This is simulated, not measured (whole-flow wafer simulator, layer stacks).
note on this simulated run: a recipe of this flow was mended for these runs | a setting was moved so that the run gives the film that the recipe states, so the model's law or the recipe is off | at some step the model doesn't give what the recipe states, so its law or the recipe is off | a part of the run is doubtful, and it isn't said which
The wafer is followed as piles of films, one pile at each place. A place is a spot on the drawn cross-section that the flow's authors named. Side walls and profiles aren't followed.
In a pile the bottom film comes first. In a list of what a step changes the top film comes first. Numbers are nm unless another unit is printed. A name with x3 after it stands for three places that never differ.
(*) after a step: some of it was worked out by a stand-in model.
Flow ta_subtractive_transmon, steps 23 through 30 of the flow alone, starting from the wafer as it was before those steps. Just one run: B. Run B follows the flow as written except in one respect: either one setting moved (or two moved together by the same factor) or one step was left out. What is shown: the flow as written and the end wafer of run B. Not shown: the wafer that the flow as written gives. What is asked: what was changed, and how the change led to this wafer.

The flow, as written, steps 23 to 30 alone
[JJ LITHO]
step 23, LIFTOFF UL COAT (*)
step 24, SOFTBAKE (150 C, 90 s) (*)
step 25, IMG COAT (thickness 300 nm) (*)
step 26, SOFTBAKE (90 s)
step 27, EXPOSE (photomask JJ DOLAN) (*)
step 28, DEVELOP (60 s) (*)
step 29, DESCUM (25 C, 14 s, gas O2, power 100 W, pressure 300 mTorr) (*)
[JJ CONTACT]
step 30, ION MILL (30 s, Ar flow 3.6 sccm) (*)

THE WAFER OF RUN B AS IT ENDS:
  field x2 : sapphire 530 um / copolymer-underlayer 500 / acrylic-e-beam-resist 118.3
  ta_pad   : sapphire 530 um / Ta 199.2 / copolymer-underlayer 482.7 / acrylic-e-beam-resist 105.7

What caused this: step 25, IMG COAT: thickness 150 nm was run, while the flow as written has thickness 300 nm.

The path from the change to this, step by step:
  step 25, IMG COAT (thickness 300 nm) (*)
      field x2, jj_line: +150 acrylic-e-beam-resist (new film) (it would be, as written: +300 acrylic-e-beam-resist (new film))
      lead: +158.1 acrylic-e-beam-resist (new film) (it would be, as written: +312.5 acrylic-e-beam-resist (new film))
      (also at 2 further places)
  step 28, DEVELOP (60 s) (*)
      jj_line: -150 acrylic-e-beam-resist (all of it), -500 copolymer-underlayer (all of it) (it would be, as written: -300 acrylic-e-beam-resist (all of it), -500 copolymer-underlayer (all of it))
      lead: -158.1 acrylic-e-beam-resist (all of it), -554.7 copolymer-underlayer (all of it) (it would be, as written: -312.5 acrylic-e-beam-resist (all of it), -554.7 copolymer-underlayer (all of it))
      (also at 1 further place)
